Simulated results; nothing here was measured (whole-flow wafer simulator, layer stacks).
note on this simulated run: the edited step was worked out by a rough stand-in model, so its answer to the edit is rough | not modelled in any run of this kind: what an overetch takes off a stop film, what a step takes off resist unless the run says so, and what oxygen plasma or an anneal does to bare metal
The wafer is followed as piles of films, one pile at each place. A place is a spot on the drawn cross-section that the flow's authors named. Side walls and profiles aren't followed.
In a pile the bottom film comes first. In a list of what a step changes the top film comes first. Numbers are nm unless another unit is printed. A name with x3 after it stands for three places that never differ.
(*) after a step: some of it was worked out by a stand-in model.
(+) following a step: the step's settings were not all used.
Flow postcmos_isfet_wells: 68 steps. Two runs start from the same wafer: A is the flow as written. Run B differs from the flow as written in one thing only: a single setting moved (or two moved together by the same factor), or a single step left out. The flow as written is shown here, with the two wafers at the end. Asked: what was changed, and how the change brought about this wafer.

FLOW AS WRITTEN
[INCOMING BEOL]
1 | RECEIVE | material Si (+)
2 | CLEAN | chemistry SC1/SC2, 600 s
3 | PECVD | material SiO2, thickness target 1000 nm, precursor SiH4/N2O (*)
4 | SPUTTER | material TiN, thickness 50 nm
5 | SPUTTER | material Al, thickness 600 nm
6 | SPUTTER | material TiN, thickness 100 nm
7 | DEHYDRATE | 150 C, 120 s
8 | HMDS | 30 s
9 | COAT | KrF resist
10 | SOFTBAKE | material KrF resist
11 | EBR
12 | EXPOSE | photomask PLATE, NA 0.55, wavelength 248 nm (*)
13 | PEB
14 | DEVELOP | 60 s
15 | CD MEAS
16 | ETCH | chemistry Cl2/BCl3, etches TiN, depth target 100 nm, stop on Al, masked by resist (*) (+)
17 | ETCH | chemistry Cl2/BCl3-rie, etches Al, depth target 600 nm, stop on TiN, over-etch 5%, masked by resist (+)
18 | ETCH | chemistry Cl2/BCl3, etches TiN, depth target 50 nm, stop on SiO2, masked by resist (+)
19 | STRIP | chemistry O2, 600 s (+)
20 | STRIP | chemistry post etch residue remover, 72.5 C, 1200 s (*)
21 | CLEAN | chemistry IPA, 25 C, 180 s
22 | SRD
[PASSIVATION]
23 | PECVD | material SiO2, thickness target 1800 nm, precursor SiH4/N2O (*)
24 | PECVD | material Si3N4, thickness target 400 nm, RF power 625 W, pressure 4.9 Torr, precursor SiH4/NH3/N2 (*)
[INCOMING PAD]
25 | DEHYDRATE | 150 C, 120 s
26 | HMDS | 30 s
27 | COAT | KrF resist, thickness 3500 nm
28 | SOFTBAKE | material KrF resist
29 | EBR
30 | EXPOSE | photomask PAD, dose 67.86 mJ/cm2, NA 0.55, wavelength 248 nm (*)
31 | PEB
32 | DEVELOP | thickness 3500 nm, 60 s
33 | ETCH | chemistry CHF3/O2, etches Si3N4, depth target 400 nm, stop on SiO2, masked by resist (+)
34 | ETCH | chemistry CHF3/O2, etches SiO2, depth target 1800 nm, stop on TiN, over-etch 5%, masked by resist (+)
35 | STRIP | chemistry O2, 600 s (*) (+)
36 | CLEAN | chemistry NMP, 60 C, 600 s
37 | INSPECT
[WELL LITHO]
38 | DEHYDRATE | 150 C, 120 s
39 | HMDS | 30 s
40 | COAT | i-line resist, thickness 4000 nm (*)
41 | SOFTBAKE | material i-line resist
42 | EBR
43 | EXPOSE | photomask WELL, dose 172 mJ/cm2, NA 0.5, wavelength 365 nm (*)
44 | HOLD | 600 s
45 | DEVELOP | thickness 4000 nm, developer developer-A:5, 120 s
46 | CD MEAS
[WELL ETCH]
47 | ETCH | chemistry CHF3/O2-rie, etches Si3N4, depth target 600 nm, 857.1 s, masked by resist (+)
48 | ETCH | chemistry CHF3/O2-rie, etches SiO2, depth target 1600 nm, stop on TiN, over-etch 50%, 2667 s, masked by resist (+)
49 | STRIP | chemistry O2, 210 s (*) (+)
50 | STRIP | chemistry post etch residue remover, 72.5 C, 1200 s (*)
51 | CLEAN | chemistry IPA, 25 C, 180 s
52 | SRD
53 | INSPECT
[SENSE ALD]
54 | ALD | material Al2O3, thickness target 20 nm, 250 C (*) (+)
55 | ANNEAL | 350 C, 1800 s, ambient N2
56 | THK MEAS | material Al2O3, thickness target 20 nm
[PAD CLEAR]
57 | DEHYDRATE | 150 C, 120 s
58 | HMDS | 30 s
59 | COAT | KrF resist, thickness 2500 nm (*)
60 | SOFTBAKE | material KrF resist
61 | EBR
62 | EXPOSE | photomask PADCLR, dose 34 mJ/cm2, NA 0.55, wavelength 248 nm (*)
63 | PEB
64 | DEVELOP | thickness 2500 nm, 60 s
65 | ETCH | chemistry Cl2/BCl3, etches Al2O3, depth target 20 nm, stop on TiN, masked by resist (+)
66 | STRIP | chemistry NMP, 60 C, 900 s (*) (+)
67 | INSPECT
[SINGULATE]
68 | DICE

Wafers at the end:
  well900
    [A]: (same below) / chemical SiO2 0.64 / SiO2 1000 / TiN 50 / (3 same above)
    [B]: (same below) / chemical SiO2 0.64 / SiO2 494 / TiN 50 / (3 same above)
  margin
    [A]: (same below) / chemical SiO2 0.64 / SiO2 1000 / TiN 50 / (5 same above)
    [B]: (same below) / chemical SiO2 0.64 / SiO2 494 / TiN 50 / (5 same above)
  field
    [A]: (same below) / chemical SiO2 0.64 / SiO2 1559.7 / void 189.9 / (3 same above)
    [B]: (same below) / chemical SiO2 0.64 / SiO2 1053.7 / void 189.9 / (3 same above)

What caused this: step 3, PECVD: thickness target 494 nm was run, whereas the flow has thickness target 1000 nm.
The wafer lets one read it off: well900 has SiO2 494, and step 3 as written asks for 1000 nm.

The path from the change to this, step by step:
  3 | PECVD | material SiO2, thickness target 1000 nm, precursor SiH4/N2O (*)
      field, margin, well900, well1300 x3, pad_rim, pad_clr, pad_open: A SiO2 gains 1000 (new film) | B SiO2 gains 494 (new film)
